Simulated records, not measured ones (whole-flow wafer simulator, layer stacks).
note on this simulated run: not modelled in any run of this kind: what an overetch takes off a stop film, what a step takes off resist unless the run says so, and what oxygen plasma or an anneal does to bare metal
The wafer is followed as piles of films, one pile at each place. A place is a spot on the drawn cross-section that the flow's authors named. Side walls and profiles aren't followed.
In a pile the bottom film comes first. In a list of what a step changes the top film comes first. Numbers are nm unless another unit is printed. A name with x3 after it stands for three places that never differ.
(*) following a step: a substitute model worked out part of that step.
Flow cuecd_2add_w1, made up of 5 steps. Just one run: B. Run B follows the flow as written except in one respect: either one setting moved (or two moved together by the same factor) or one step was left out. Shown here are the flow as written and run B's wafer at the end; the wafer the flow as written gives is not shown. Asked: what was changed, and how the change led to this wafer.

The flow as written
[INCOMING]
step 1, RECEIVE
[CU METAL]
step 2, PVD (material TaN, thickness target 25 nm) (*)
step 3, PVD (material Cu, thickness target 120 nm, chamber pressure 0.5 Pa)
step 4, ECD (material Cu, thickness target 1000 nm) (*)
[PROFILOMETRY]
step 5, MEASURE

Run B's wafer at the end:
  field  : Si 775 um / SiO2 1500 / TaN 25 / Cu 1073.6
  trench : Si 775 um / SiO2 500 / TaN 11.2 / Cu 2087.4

The reason: step 3, PVD: thickness target 73.6 nm was run, whereas the flow has thickness target 120 nm.

Step by step, how the change led to this:
  step 3, PVD (material Cu, thickness target 120 nm, chamber pressure 0.5 Pa)
      field: Cu gains 73.6 (new film) (as written it would have been: Cu gains 120 (new film))
      trench: Cu gains 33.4 (new film) (as written it would have been: Cu gains 53.6 (new film))
